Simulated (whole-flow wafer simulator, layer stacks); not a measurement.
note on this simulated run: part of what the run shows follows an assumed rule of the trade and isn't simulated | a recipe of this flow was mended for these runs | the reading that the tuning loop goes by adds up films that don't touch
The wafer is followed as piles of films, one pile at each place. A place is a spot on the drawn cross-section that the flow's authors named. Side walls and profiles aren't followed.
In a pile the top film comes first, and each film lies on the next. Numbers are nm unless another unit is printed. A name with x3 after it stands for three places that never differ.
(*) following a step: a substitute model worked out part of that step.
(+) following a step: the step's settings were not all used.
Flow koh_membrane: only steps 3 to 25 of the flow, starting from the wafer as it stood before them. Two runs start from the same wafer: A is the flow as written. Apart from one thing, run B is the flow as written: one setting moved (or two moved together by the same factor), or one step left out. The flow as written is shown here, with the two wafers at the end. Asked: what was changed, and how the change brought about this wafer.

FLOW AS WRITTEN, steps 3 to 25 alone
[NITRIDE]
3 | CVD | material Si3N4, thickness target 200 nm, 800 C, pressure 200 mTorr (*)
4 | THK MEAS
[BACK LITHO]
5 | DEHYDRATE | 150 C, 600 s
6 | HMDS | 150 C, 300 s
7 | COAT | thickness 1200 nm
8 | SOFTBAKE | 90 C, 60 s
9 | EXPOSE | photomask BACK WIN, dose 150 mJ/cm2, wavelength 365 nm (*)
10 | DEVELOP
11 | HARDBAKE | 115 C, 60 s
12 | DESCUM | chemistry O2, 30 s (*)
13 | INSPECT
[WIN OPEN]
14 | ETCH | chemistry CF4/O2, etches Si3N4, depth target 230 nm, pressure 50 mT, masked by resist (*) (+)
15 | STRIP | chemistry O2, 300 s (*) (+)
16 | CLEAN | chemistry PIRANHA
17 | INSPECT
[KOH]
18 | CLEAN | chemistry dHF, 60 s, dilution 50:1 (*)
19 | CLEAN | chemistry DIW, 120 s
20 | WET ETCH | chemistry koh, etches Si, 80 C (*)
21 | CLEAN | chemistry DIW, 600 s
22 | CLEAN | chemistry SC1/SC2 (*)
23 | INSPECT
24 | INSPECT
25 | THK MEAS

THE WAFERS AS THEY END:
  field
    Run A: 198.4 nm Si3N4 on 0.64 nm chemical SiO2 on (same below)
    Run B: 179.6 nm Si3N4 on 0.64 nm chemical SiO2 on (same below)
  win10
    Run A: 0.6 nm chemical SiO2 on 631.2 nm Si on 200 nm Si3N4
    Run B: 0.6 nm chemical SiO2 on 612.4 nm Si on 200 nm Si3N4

What caused this: step 3, CVD: thickness target 181.2 nm was run, while the flow as written has thickness target 200 nm.

Step by step, how the change led to this:
  3 | CVD | material Si3N4, thickness target 200 nm, 800 C, pressure 200 mTorr (*)
      field, win20 x4, win10: A Si3N4 gains 200 (new film) | B Si3N4 gains 181.2 (new film)
  14 | ETCH | chemistry CF4/O2, etches Si3N4, depth target 230 nm, pressure 50 mT, masked by resist (*) (+)
      win20 x4, win10: A Si3N4 loses 200 (all of it), chemical SiO2 loses 0.64 (all of it), Si loses 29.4 | B Si3N4 loses 181.2 (all of it), chemical SiO2 loses 0.64 (all of it), Si loses 48.2
